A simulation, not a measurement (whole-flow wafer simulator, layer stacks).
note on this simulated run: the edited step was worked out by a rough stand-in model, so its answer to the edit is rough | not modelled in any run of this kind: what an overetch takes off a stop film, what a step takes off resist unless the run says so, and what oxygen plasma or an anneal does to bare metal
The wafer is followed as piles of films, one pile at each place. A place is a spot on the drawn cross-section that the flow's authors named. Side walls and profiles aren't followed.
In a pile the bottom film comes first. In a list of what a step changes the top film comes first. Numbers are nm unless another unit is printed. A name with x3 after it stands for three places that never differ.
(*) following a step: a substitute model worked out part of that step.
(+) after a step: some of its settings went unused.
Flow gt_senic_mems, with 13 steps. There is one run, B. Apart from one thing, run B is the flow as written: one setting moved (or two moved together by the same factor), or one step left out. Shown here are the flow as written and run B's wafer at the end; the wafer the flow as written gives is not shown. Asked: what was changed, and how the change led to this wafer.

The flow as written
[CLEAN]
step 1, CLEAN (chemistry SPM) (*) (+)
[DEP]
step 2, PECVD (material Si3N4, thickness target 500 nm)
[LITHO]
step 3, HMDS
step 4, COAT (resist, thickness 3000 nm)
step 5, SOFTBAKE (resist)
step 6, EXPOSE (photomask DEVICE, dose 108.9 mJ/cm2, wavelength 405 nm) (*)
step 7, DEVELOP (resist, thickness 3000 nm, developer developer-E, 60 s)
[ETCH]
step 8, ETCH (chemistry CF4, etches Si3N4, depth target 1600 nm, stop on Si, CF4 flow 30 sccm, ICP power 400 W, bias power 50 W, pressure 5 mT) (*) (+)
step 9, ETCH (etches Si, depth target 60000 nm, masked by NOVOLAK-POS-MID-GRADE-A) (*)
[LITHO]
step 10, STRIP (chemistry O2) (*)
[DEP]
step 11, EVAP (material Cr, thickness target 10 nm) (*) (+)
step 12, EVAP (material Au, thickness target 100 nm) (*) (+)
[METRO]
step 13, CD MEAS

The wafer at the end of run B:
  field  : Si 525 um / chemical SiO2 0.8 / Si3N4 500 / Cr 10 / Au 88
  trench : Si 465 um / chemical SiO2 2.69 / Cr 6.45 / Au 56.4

Cause: step 12, EVAP: thickness target 88 nm was run, though the flow has thickness target 100 nm.
One can read it off the wafer: field has Au 88, and step 12 as written asks for 100 nm.

The path from the change to this, step by step:
  step 12, EVAP (material Au, thickness target 100 nm) (*) (+)
      field: +88 Au (new film) (as written it would have been: +100 Au (new film))
      trench: +56.4 Au (new film) (as written it would have been: +64.1 Au (new film))
